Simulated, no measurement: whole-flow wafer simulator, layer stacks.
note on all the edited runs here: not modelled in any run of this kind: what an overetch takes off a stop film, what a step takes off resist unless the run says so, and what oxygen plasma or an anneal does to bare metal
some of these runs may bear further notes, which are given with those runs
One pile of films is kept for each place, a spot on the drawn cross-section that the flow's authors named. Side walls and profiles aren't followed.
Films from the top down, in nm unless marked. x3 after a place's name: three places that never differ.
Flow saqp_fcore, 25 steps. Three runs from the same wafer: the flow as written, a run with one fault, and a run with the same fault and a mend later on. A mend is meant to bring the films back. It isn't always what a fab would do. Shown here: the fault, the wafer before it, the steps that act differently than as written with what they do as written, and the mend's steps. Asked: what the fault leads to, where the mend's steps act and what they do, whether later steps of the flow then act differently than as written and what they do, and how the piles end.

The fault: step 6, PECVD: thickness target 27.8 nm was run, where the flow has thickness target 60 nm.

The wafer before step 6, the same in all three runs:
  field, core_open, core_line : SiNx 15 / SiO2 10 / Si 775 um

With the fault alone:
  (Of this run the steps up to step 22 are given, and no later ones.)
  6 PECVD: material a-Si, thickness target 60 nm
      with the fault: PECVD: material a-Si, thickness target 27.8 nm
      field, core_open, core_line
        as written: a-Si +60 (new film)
        with the fault: a-Si +27.8 (new film)
  No later step of the flow up to step 22 acts differently than as written at any place that is followed.
  After step 22 the piles differ from the flow's by more than 2% or 0.5 nm, whichever is larger, at field, core_open, core_line.
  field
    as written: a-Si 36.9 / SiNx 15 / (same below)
    with the fault: a-Si 4.67 / SiNx 15 / (same below)
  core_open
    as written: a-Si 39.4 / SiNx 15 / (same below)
    with the fault: a-Si 7.23 / SiNx 15 / (same below)
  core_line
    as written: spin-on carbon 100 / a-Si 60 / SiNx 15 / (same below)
    with the fault: spin-on carbon 100 / a-Si 27.8 / SiNx 15 / (same below)

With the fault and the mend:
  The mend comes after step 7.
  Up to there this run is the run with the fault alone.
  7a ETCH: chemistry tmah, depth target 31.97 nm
      field, core_open, core_line
        a-Si -27.8 (all of it)
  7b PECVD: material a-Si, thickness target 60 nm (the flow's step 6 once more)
      field, core_open, core_line
        a-Si +60 (new film)
  No later step of the flow acts differently than as written at any place that is followed.
  At the end the piles are the same as the flow's at every place that both follow.
